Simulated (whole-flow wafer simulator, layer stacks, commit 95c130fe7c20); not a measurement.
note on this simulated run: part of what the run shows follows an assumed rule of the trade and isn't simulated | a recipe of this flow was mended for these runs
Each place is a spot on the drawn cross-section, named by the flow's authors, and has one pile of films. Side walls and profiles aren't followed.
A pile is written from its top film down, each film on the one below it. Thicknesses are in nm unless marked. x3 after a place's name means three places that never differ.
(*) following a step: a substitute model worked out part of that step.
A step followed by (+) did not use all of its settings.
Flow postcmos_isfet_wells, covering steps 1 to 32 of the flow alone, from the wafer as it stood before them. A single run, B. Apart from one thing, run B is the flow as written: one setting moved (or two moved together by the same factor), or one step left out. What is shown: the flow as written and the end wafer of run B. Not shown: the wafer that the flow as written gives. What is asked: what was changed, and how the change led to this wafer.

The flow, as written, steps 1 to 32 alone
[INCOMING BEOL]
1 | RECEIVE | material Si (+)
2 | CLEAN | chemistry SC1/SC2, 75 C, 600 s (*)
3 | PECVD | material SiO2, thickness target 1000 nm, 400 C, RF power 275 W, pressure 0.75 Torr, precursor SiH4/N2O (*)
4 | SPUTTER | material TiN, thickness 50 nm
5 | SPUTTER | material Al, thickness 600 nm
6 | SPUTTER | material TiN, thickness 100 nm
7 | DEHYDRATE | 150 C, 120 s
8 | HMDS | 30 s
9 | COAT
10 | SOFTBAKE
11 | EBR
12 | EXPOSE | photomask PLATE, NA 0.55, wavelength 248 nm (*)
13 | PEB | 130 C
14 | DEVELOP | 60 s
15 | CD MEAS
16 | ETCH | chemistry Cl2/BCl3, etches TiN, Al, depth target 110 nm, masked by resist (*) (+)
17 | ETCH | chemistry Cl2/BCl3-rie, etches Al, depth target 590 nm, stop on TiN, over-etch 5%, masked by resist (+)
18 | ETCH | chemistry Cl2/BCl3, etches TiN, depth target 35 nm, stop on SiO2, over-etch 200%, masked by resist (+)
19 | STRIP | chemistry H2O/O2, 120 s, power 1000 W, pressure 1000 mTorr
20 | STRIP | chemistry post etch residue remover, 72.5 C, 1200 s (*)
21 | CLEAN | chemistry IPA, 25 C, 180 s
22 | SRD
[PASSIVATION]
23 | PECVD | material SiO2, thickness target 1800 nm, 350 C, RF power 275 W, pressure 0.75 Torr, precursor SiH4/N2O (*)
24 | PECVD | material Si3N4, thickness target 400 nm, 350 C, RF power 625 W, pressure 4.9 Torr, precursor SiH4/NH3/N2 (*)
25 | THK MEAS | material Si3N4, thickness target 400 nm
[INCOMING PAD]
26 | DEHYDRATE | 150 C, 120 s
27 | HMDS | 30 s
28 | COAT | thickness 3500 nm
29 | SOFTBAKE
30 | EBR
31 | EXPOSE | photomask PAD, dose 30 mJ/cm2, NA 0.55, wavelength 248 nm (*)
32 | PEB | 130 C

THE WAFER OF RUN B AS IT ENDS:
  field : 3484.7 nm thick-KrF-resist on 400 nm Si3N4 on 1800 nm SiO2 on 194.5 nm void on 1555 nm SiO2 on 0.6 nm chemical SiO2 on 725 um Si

What caused this: step 16, ETCH: depth target 70 nm was run, whereas the flow has depth target 110 nm.

Step by step, how the change led to this:
  16 | ETCH | chemistry Cl2/BCl3, etches TiN, Al, depth target 110 nm, masked by resist (*) (+)
      field: TiN loses 70 (in the flow as written it would be: TiN loses 100 (all of it), Al loses 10)
      margin x8: thick-KrF-resist loses 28 (in the flow as written it would be: thick-KrF-resist loses 44)
  17 | ETCH | chemistry Cl2/BCl3-rie, etches Al, depth target 590 nm, stop on TiN, over-etch 5%, masked by resist (+)
      field: TiN loses 30 (all of it), Al loses 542 (in the flow as written it would be: Al loses 590 (all of it), TiN loses 18.4)
  18 | ETCH | chemistry Cl2/BCl3, etches TiN, depth target 35 nm, stop on SiO2, over-etch 200%, masked by resist (+)
      field: Al loses 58 (all of it), TiN loses 50 (all of it), SiO2 loses 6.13 (in the flow as written it would be: TiN loses 31.6 (all of it), SiO2 loses 14.7)
      margin x8: thick-KrF-resist loses 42 (in the flow as written it would be: thick-KrF-resist loses 37.9)
  23 | PECVD | material SiO2, thickness target 1800 nm, 350 C, RF power 275 W, pressure 0.75 Torr, precursor SiH4/N2O (*)
      field: SiO2 gains 1800 (new film), void gains 194.5 (new film), SiO2 gains 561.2 (in the flow as written it would be: SiO2 gains 1800 (new film), void gains 201.1 (new film), SiO2 gains 563.2)
